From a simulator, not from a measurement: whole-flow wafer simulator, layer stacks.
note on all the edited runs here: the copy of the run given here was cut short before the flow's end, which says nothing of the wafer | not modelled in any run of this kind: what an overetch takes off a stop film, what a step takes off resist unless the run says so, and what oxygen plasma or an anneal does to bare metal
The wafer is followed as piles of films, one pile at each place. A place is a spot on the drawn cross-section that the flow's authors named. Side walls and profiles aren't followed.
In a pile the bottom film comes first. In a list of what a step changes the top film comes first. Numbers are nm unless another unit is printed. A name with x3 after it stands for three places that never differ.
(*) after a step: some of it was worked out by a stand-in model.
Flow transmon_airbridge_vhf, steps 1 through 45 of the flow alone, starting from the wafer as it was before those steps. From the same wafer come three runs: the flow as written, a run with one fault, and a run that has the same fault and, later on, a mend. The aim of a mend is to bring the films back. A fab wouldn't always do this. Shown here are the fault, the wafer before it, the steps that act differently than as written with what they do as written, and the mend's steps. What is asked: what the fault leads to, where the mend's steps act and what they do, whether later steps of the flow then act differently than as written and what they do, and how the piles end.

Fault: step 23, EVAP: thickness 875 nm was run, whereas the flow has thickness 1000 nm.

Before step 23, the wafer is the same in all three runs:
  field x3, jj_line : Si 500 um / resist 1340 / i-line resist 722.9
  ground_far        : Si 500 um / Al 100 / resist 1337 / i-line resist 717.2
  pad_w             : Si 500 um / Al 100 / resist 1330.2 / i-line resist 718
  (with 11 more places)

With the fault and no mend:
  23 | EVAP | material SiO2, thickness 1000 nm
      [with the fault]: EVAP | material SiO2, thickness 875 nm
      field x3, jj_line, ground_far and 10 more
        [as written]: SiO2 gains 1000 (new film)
        [with the fault]: SiO2 gains 875 (new film)
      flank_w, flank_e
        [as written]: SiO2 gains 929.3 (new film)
        [with the fault]: SiO2 gains 813.2 (new film)
  Steps further on in the flow that do not act as written (2 more steps, not shown, differ only slightly: by at most 2% or 0.5 nm, whichever is larger):
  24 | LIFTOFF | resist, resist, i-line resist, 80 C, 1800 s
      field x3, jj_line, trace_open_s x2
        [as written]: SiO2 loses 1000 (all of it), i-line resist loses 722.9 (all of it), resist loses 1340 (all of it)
        [with the fault]: SiO2 loses 875 (all of it), i-line resist loses 722.9 (all of it), resist loses 1340 (all of it)
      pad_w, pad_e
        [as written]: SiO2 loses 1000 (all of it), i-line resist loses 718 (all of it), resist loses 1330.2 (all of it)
        [with the fault]: SiO2 loses 875 (all of it), i-line resist loses 718 (all of it), resist loses 1330.2 (all of it)
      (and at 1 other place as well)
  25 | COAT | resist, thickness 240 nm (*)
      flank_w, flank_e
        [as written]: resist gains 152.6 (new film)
        [with the fault]: resist gains 156.6 (new film)
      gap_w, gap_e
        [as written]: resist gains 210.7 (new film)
        [with the fault]: resist gains 216.1 (new film)
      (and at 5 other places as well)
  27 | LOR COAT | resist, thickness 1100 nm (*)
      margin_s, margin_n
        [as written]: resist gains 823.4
        [with the fault]: resist gains 853.2
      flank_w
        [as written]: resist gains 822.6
        [with the fault]: resist gains 853.1
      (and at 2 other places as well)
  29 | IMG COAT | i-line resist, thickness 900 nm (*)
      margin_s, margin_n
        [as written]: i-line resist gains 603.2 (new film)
        [with the fault]: i-line resist gains 642.9 (new film)
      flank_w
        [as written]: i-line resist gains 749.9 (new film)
        [with the fault]: i-line resist gains 774.1 (new film)
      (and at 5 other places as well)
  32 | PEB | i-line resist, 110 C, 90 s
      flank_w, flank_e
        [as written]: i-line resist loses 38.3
        [with the fault]: i-line resist loses 39.6
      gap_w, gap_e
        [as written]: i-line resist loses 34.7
        [with the fault]: i-line resist loses 36.3
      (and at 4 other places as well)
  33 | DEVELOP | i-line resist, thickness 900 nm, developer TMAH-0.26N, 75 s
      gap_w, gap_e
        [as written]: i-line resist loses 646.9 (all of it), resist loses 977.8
        [with the fault]: i-line resist loses 675.3 (all of it), resist loses 994.9
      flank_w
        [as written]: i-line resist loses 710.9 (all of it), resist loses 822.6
        [with the fault]: i-line resist loses 734 (all of it), resist loses 853.1
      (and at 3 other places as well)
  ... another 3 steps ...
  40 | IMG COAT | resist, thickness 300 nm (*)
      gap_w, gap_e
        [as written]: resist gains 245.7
        [with the fault]: resist gains 251
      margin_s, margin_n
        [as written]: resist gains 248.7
        [with the fault]: resist gains 256.4
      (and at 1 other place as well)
  By the end, the piles at flank_w, gap_w, cpw_trace, gap_e, flank_e, margin_s, bridge_strip, margin_n depart from the flow's by more than 2% or 0.5 nm, whichever is larger.
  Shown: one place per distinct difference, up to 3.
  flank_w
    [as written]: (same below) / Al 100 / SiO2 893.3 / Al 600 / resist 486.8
    [with the fault]: (same below) / Al 100 / SiO2 777.2 / Al 600 / resist 499.6
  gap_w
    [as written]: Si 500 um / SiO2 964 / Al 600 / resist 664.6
    [with the fault]: Si 500 um / SiO2 839 / Al 600 / resist 675.4
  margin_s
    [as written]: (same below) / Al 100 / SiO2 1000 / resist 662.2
    [with the fault]: (same below) / Al 100 / SiO2 875 / resist 679.3

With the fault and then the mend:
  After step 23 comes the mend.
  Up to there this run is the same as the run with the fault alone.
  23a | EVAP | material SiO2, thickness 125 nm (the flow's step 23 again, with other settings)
      field x3, jj_line, ground_far and 10 more
        SiO2 gains 125
      flank_w, flank_e
        SiO2 gains 116.2
  Later steps of the flow that are run all act as written at every place that is followed, up to a difference of at most 2% or 0.5 nm, whichever is larger.
  The piles end only slightly different from the flow's at the places that both follow, by no more than 2% or 0.5 nm, whichever is larger.
